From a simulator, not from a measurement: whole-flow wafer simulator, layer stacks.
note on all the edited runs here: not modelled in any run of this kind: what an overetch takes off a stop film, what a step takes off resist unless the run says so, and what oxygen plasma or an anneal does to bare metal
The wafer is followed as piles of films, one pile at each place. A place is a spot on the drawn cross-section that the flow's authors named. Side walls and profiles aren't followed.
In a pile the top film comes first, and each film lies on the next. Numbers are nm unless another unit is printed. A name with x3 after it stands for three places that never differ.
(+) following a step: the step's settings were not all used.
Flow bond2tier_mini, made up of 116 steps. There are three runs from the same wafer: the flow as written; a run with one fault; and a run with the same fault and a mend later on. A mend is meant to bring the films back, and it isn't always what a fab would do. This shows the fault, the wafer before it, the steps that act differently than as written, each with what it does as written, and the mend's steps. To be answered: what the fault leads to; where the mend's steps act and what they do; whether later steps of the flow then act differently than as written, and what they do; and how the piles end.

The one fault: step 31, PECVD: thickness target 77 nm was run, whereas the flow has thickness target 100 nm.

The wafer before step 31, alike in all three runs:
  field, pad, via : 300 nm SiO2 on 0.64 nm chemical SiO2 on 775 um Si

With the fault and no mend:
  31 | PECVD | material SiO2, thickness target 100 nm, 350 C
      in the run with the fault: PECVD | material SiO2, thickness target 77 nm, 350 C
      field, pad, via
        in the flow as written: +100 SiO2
        in the run with the fault: +77 SiO2
  Every later step of the flow that is run acts as written at every place that is followed.
  The piles end different from the flow's at field, pad by more than 2% or 0.5 nm, whichever is larger.
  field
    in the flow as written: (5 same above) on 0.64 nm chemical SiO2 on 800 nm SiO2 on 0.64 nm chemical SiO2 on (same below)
    in the run with the fault: (5 same above) on 0.64 nm chemical SiO2 on 777 nm SiO2 on 0.64 nm chemical SiO2 on (same below)
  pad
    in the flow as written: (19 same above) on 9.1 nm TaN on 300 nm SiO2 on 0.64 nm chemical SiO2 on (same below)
    in the run with the fault: (19 same above) on 9.1 nm TaN on 277 nm SiO2 on 0.64 nm chemical SiO2 on (same below)

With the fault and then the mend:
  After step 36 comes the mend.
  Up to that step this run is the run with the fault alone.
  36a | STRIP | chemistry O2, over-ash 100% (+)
      field
        -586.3 KrF resist (all of it)
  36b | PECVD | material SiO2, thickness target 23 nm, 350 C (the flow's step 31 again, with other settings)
      field, pad, via
        +23 SiO2
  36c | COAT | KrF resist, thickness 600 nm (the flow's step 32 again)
      field, pad, via
        +600 KrF resist (new film)
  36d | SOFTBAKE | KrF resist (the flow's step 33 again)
      alters no film at any place that is followed
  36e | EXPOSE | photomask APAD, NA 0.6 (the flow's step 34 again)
      alters no film at any place that is followed
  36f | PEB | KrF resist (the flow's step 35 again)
      alters no film at any place that is followed
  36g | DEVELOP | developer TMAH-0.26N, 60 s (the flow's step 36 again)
      pad, via
        -600 KrF resist (all of it)
      field
        -13.7 KrF resist
  Every later step of the flow that is run acts as written at every place that is followed.
  At every place that both follow, the piles at the end match the flow's.
